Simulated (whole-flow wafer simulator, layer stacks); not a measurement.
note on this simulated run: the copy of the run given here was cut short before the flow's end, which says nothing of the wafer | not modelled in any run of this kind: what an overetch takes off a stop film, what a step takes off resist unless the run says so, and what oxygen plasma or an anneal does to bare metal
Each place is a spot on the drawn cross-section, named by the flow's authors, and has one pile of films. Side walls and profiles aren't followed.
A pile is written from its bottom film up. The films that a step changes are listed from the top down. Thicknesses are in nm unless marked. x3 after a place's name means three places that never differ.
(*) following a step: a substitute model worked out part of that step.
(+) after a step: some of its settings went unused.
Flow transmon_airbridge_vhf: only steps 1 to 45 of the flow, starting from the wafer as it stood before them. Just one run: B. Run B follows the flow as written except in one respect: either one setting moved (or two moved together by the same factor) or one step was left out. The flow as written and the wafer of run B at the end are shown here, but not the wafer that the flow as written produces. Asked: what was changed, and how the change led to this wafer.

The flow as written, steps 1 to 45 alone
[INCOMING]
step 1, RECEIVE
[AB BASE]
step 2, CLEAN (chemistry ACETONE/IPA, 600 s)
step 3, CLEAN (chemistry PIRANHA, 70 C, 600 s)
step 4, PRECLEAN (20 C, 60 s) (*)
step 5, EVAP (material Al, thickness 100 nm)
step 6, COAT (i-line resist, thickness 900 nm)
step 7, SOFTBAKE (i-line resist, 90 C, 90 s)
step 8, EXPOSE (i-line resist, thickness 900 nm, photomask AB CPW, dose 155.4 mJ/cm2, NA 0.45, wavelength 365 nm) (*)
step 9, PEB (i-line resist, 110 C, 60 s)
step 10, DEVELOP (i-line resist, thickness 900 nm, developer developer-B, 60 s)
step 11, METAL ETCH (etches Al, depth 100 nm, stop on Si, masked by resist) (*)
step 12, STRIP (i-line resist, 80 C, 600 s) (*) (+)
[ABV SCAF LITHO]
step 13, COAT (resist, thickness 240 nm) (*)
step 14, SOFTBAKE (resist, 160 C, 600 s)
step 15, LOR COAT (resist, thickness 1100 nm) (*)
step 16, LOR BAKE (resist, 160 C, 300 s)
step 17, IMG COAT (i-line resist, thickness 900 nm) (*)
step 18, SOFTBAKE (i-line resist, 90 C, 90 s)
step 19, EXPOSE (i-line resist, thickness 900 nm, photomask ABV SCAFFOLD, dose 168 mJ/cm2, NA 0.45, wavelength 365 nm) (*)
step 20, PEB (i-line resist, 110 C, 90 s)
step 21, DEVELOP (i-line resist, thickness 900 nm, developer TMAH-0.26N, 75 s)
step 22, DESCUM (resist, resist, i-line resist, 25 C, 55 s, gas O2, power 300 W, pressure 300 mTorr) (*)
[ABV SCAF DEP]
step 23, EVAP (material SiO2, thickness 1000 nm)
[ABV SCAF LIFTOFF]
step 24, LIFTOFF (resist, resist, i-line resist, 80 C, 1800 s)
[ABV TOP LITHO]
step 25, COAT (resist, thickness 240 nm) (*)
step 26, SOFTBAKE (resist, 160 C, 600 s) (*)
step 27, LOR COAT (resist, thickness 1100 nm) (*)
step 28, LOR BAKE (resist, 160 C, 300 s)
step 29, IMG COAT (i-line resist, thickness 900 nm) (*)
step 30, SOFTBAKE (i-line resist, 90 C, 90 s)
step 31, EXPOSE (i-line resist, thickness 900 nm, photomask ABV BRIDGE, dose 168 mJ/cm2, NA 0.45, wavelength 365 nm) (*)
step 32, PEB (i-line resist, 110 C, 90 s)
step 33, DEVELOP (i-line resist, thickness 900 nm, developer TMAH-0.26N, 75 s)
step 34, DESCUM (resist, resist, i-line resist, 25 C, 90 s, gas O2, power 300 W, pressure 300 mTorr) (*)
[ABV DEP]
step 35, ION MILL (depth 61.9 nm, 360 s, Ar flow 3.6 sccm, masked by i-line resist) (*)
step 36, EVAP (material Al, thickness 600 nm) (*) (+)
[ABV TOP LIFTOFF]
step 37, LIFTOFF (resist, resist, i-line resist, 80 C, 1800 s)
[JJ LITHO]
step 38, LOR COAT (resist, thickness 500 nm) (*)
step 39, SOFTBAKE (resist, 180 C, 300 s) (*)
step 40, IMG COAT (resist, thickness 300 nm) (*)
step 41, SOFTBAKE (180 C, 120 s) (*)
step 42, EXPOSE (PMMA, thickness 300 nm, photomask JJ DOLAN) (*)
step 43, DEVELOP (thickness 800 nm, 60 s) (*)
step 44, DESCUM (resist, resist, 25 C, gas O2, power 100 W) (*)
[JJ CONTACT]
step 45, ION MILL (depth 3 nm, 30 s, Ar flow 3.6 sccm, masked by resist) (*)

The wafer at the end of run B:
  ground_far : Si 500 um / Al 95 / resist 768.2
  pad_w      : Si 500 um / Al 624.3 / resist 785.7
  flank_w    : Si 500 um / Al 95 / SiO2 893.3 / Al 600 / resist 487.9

The reason: step 5, EVAP: thickness 95 nm was run, while the flow as written has thickness 100 nm.
The wafer itself shows it: ground_far has Al 95, and step 5 as written asks for 100 nm.

The path from the change to this, step by step:
  step 5, EVAP (material Al, thickness 100 nm)
      field x3, jj_line, ground_far and 12 more: +95 Al (new film) (as written it would have been: +100 Al (new film))
  step 11, METAL ETCH (etches Al, depth 100 nm, stop on Si, masked by resist) (*)
      field x3, jj_line, gap_w, gap_e: -95 Al (all of it) (as written it would have been: -100 Al (all of it))
